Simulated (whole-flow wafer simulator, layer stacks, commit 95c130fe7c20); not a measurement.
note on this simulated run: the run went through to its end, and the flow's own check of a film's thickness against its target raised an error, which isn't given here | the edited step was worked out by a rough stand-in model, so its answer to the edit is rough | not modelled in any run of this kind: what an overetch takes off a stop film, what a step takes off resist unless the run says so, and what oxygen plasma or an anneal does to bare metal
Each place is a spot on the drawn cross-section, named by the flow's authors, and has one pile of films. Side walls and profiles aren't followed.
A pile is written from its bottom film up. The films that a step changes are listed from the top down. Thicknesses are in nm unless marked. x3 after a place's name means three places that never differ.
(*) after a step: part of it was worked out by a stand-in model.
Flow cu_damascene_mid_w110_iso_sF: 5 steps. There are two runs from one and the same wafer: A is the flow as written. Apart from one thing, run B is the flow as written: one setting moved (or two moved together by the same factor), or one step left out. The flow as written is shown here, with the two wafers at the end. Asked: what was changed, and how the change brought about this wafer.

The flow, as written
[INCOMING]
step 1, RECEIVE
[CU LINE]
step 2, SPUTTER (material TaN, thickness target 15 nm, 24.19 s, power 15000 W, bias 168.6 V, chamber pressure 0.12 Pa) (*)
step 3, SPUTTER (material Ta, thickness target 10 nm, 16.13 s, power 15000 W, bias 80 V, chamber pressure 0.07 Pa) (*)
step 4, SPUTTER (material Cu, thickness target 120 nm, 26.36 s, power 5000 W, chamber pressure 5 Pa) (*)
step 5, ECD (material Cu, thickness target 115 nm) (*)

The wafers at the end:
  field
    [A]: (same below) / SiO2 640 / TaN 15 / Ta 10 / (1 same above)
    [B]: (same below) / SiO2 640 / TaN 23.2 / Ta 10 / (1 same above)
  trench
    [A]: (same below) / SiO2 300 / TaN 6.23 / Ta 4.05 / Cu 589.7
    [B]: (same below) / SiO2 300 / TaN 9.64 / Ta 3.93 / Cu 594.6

What caused this: step 2, SPUTTER: thickness target 23.2 nm was run, while the flow as written has thickness target 15 nm; step 2, SPUTTER: 37.49 s was run, where the flow has 24.19 s.
The wafer lets one read it off: field has TaN 23.2, and step 2 as written asks for 15 nm.

Step by step, how the change led to this:
  step 2, SPUTTER (material TaN, thickness target 15 nm, 24.19 s, power 15000 W, bias 168.6 V, chamber pressure 0.12 Pa) (*)
      field: A +15 TaN (new film) | B +23.2 TaN (new film)
      trench: A +6.23 TaN (new film) | B +9.64 TaN (new film)
  step 4, SPUTTER (material Cu, thickness target 120 nm, 26.36 s, power 5000 W, chamber pressure 5 Pa) (*)
      trench: A +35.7 Cu (new film) | B +34.7 Cu (new film)
